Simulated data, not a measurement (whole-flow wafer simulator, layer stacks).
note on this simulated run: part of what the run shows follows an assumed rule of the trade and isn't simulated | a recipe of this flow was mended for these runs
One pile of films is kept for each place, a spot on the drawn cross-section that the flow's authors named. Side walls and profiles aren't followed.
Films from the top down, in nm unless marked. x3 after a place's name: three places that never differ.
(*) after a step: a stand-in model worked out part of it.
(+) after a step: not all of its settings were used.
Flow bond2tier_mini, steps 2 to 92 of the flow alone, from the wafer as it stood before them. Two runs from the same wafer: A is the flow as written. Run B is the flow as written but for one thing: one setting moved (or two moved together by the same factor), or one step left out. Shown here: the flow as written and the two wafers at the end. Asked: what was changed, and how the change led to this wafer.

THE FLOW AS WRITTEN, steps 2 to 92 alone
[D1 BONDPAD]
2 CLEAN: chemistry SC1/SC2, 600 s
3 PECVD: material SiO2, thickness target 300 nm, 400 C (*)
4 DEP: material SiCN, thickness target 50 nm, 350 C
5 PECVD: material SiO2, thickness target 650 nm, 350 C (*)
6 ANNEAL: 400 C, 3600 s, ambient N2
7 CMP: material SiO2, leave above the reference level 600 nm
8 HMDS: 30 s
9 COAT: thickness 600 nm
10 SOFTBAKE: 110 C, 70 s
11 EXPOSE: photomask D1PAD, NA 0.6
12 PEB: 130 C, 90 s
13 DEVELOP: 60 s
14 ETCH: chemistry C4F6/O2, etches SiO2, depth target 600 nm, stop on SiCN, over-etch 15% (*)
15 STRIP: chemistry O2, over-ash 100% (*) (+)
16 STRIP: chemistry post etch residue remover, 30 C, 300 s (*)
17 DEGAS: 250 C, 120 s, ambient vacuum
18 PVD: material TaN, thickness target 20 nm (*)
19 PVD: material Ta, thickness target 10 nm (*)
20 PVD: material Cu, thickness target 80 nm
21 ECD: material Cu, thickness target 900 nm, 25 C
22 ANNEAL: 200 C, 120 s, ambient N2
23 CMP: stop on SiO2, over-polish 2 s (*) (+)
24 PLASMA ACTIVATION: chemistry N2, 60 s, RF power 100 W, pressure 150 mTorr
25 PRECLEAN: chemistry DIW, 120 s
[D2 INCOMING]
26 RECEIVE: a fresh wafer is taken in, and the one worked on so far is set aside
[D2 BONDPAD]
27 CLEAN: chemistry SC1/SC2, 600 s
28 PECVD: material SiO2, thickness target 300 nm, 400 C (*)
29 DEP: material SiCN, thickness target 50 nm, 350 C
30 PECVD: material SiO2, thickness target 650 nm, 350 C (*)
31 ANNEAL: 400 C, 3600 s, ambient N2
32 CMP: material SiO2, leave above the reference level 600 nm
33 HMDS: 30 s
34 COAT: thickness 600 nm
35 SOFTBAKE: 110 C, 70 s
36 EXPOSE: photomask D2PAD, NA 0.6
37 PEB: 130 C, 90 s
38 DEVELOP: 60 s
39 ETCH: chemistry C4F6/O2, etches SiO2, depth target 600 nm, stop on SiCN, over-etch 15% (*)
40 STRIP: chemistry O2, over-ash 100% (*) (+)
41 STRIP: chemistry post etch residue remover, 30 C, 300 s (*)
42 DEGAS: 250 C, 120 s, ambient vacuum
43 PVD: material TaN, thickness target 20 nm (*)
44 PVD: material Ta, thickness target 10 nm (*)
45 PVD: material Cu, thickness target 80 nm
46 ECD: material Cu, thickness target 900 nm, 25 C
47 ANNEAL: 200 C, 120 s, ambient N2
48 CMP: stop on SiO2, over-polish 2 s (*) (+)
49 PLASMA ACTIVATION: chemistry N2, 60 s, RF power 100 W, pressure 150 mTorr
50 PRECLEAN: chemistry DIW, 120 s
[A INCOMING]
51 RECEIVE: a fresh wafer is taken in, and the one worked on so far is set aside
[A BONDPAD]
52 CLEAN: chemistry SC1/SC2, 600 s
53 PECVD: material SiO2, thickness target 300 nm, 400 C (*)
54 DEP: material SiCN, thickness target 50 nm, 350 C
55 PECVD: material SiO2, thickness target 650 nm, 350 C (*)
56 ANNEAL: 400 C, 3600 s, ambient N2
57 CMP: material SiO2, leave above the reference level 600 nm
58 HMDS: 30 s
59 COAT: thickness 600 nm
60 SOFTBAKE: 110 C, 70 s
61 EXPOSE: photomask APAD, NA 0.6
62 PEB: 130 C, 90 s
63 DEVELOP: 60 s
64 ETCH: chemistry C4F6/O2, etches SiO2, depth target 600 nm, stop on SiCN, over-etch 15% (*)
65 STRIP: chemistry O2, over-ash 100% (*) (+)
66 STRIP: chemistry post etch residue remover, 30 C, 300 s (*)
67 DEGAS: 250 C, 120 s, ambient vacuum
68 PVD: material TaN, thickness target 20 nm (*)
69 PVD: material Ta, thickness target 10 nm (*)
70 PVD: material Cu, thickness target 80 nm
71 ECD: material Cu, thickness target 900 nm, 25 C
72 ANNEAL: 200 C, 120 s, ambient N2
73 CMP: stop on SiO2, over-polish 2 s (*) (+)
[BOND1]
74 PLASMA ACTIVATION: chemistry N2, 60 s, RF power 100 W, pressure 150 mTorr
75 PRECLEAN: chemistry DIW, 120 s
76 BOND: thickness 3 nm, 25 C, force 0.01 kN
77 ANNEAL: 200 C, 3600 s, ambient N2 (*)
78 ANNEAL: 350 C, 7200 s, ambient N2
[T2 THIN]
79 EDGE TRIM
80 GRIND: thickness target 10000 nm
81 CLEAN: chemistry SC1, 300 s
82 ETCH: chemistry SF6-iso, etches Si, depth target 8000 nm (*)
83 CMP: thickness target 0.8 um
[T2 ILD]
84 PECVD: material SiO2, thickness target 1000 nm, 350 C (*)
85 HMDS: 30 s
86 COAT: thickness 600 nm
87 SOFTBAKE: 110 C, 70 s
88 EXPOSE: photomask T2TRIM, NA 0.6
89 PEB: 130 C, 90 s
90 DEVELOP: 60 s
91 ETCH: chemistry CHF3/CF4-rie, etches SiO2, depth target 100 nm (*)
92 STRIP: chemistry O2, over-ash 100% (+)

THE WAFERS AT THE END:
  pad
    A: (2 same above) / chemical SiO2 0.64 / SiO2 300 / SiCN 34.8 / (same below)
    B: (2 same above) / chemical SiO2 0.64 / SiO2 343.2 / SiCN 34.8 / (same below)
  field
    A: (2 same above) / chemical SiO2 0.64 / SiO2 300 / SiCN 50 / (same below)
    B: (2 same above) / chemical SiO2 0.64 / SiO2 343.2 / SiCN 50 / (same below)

The cause: step 3, PECVD: thickness target 343.2 nm was run, where the flow has thickness target 300 nm.
It can be read off the wafer: pad has SiO2 343.2, and step 3 as written asks for 300 nm.

How the change led to this, step by step:
  3 PECVD: material SiO2, thickness target 300 nm, 400 C (*)
      field, pad, via: A SiO2 +300 (new film) | B SiO2 +343.2 (new film)
  76 BOND: thickness 3 nm, 25 C, force 0.01 kN
      field: A Si +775 um (new film), chemical SiO2 +0.64 (new film), SiO2 +300 (new film), SiCN +50 (new film), SiO2 +600 | B Si +775 um (new film), chemical SiO2 +0.64 (new film), SiO2 +343.2 (new film), SiCN +50 (new film), SiO2 +600
      pad: A Si +775 um (new film), chemical SiO2 +0.64 (new film), SiO2 +300 (new film), SiCN +34.8 (new film), TaN +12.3 (new film), Ta +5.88 (new film), Cu +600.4 | B Si +775 um (new film), chemical SiO2 +0.64 (new film), SiO2 +343.2 (new film), SiCN +34.8 (new film), TaN +12.3 (new film), Ta +5.88 (new film), Cu +600.4
      (and at 1 more place)
